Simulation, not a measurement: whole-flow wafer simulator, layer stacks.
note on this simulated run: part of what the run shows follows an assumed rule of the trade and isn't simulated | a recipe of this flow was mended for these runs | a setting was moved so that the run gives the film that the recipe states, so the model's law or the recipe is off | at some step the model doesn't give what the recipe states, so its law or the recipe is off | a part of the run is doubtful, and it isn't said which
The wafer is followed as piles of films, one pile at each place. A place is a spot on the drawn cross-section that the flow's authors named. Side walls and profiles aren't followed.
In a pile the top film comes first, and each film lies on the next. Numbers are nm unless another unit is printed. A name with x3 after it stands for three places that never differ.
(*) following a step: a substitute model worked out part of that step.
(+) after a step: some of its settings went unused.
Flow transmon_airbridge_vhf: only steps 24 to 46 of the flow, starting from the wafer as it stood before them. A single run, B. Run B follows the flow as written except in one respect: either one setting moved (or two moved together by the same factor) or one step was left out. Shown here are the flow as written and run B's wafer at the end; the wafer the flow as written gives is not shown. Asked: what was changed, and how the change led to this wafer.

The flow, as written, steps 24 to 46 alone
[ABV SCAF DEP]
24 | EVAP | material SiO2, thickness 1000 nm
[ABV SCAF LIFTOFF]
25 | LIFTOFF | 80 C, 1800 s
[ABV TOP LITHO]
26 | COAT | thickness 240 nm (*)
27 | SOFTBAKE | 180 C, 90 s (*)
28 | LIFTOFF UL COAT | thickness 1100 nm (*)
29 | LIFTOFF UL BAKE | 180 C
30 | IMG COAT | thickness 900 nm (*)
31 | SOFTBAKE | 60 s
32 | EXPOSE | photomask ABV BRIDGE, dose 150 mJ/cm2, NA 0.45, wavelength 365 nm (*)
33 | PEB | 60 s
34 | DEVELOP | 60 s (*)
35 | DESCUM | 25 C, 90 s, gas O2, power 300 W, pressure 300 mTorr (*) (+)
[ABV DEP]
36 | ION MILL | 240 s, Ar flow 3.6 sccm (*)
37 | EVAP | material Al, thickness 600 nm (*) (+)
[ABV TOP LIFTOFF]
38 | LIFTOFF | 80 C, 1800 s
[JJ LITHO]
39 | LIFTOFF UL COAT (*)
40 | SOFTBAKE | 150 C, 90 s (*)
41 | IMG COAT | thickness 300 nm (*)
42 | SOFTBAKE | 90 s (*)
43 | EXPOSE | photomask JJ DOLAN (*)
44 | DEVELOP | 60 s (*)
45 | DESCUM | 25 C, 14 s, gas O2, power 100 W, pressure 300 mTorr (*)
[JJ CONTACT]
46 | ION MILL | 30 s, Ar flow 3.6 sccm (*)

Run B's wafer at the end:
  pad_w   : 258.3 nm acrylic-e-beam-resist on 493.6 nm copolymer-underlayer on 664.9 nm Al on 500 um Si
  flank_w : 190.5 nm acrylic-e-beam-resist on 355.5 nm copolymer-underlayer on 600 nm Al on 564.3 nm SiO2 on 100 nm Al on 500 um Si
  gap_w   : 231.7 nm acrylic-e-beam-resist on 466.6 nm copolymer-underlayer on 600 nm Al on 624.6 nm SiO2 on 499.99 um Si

Cause: step 24, EVAP: thickness 640 nm was run, whereas the flow has thickness 1000 nm; step 36, ION MILL: 154 s was run, where the flow has 240 s.

The path from the change to this, step by step:
  24 | EVAP | material SiO2, thickness 1000 nm
      field x3, jj_line, ground_far and 10 more: +640 SiO2 (new film) (it would be, as written: +1000 SiO2 (new film))
      flank_w, flank_e: +579.7 SiO2 (new film) (it would be, as written: +905.8 SiO2 (new film))
  25 | LIFTOFF | 80 C, 1800 s
      field x3, jj_line, trace_open_s x2: -640 SiO2 (all of it), -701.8 i-line-resist (all of it), -1100 lift-off-underlayer (all of it), -240 acrylic-e-beam-resist (all of it) (it would be, as written: -1000 SiO2 (all of it), -701.8 i-line-resist (all of it), -1100 lift-off-underlayer (all of it), -240 acrylic-e-beam-resist (all of it))
      pad_w, pad_e: -640 SiO2 (all of it), -696.3 i-line-resist (all of it), -1089.9 lift-off-underlayer (all of it), -239.3 acrylic-e-beam-resist (all of it) (it would be, as written: -1000 SiO2 (all of it), -696.3 i-line-resist (all of it), -1089.9 lift-off-underlayer (all of it), -239.3 acrylic-e-beam-resist (all of it))
      (and at 1 other place as well)
  26 | COAT | thickness 240 nm (*)
      flank_w, flank_e: +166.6 acrylic-e-beam-resist (new film) (it would be, as written: +155.2 acrylic-e-beam-resist (new film))
      gap_w, gap_e: +226.8 acrylic-e-beam-resist (new film) (it would be, as written: +211.2 acrylic-e-beam-resist (new film))
      (and at 6 other places as well)
  28 | LIFTOFF UL COAT | thickness 1100 nm (*)
      gap_w, gap_e: +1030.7 lift-off-underlayer (new film) (it would be, as written: +979.6 lift-off-underlayer (new film))
      margin_s, margin_n: +913 lift-off-underlayer (new film) (it would be, as written: +823.4 lift-off-underlayer (new film))
      (and at 6 other places as well)
  30 | IMG COAT | thickness 900 nm (*)
      gap_w, gap_e: +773 i-line-resist (new film) (it would be, as written: +685.3 i-line-resist (new film))
      margin_s, margin_n: +716.5 i-line-resist (new film) (it would be, as written: +603.2 i-line-resist (new film))
      (and at 7 other places as well)
  33 | PEB | 60 s
      flank_w, flank_e: -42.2 i-line-resist (it would be, as written: -38.8 i-line-resist)
      gap_w, gap_e: -39.7 i-line-resist (it would be, as written: -35 i-line-resist)
      (and at 7 other places as well)
  34 | DEVELOP | 60 s (*)
      gap_w, gap_e: -733.3 i-line-resist (all of it), -1030.7 lift-off-underlayer (all of it) (it would be, as written: -650.2 i-line-resist (all of it), -979.6 lift-off-underlayer (all of it))
      pad_w: -905.7 i-line-resist (all of it), -1189.5 lift-off-underlayer (all of it) (it would be, as written: -937.3 i-line-resist (all of it), -1246.2 lift-off-underlayer (all of it))
      (and at 5 other places as well)
  35 | DESCUM | 25 C, 90 s, gas O2, power 300 W, pressure 300 mTorr (*) (+)
      field x3, jj_line, ground_far, trace_open_s x2, margin_s, margin_n: -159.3 i-line-resist (it would be, as written: -167.2 i-line-resist)
      flank_w, flank_e: -166.6 acrylic-e-beam-resist (all of it) (it would be, as written: -155.2 acrylic-e-beam-resist (all of it))
      (and at 6 other places as well)
  36 | ION MILL | 240 s, Ar flow 3.6 sccm (*)
      field x3, jj_line, ground_far, trace_open_s x2, margin_s, margin_n: -17 i-line-resist (it would be, as written: -26.5 i-line-resist)
      flank_w, gap_w, cpw_trace, gap_e, flank_e, bridge_strip: -15.4 SiO2 (it would be, as written: -24 SiO2)
      (and at 2 other places as well)
  38 | LIFTOFF | 80 C, 1800 s
      field x3, jj_line, trace_open_s x2: -600 Al (all of it), -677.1 i-line-resist (all of it), -1100 lift-off-underlayer (all of it), -240 acrylic-e-beam-resist (all of it) (it would be, as written: -600 Al (all of it), -659.8 i-line-resist (all of it), -1100 lift-off-underlayer (all of it), -240 acrylic-e-beam-resist (all of it))
      margin_s, margin_n: -600 Al (all of it), -503 i-line-resist (all of it), -913 lift-off-underlayer (all of it), -189.3 acrylic-e-beam-resist (all of it) (it would be, as written: -600 Al (all of it), -378.2 i-line-resist (all of it), -823.4 lift-off-underlayer (all of it), -168.6 acrylic-e-beam-resist (all of it))
      (and at 1 other place as well)
  39 | LIFTOFF UL COAT (*)
      pad_w, pad_e: +493.6 copolymer-underlayer (new film) (it would be, as written: +513.6 copolymer-underlayer (new film))
      flank_w, flank_e: +355.5 copolymer-underlayer (new film) (it would be, as written: +308 copolymer-underlayer (new film))
      (and at 6 other places as well)
  41 | IMG COAT | thickness 300 nm (*)
      pad_w, pad_e: +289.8 acrylic-e-beam-resist (new film) (it would be, as written: +300.2 acrylic-e-beam-resist (new film))
      flank_w, flank_e: +222 acrylic-e-beam-resist (new film) (it would be, as written: +217.1 acrylic-e-beam-resist (new film))
      (and at 6 other places as well)
